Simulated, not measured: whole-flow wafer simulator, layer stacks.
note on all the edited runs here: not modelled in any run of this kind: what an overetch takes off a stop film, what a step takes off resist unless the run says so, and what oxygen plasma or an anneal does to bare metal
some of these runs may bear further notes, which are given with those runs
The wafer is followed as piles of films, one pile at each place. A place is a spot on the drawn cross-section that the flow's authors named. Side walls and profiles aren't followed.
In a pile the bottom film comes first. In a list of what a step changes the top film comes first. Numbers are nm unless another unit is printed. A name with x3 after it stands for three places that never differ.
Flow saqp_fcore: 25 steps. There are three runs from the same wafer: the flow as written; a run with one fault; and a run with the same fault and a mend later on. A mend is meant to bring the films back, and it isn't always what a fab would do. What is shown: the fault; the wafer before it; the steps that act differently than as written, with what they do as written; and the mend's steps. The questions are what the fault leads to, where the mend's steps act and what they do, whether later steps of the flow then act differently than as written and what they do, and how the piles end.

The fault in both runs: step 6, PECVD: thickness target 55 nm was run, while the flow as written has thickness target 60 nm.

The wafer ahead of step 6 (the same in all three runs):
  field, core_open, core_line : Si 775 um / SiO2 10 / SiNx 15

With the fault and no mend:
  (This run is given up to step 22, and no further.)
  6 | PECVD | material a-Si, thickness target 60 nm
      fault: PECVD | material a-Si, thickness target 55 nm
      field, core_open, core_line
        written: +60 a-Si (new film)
        fault: +55 a-Si (new film)
  Later steps of the flow up to step 22 that are run all act as written at every place that is followed.
  After step 22, at field, core_open, core_line, the piles differ from the flow's by more than 2% or 0.5 nm, whichever is larger.
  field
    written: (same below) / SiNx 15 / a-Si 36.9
    fault: (same below) / SiNx 15 / a-Si 31.9
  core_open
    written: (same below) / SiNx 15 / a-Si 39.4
    fault: (same below) / SiNx 15 / a-Si 34.4
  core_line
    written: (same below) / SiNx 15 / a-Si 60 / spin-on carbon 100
    fault: (same below) / SiNx 15 / a-Si 55 / spin-on carbon 100

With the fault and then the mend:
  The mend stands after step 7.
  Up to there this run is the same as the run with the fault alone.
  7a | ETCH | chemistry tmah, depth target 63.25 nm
      field, core_open, core_line
        -55 a-Si (all of it)
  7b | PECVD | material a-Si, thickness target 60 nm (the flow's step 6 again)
      field, core_open, core_line
        +60 a-Si (new film)
  Later steps of the flow that are run all act as written at every place that is followed.
  At every place that both follow, the piles at the end match the flow's.
